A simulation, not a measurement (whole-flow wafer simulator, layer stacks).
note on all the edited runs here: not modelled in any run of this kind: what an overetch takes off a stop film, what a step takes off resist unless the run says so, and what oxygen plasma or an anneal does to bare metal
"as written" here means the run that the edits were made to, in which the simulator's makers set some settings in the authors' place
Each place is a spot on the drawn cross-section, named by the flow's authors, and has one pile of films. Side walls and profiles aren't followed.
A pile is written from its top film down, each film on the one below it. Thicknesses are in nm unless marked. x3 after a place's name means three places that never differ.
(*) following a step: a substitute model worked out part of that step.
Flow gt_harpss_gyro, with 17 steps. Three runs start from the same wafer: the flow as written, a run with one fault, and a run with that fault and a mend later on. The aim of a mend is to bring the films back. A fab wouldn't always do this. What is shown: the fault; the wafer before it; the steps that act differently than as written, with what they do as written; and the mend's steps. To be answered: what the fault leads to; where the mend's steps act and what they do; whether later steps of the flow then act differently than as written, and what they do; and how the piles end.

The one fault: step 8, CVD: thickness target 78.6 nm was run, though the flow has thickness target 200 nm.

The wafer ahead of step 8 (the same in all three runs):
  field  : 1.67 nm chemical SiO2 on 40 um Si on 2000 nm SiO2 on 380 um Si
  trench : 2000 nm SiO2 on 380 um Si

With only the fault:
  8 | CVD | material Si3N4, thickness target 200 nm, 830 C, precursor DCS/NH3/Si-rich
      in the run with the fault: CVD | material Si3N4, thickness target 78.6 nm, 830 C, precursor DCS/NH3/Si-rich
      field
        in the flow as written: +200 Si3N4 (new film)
        in the run with the fault: +78.6 Si3N4 (new film)
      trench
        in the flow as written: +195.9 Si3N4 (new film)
        in the run with the fault: +77.2 Si3N4 (new film)
  Steps further on in the flow that do not act as written:
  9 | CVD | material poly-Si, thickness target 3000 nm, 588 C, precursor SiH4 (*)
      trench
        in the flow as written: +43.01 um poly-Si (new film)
        in the run with the fault: +43 um poly-Si (new film)
  By the end, the piles at field, trench depart from the flow's by more than 2% or 0.5 nm, whichever is larger.
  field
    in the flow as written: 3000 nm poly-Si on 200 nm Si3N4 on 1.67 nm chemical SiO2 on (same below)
    in the run with the fault: 3000 nm poly-Si on 78.6 nm Si3N4 on 1.67 nm chemical SiO2 on (same below)
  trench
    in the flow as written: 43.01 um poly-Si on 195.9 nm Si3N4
    in the run with the fault: 43 um poly-Si on 77.2 nm Si3N4

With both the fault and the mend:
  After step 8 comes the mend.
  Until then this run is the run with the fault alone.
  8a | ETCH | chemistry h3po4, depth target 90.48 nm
      field
        -78.6 Si3N4 (all of it)
      trench
        -77.2 Si3N4 (all of it)
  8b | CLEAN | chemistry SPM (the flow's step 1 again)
      does not change any film at any place that is followed
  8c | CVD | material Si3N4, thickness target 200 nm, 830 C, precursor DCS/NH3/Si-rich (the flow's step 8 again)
      field
        +200 Si3N4 (new film)
      trench
        +195.9 Si3N4 (new film)
  Later steps of the flow that are run all act as written at every place that is followed.
  The piles end the same as the flow's at every place that both follow.
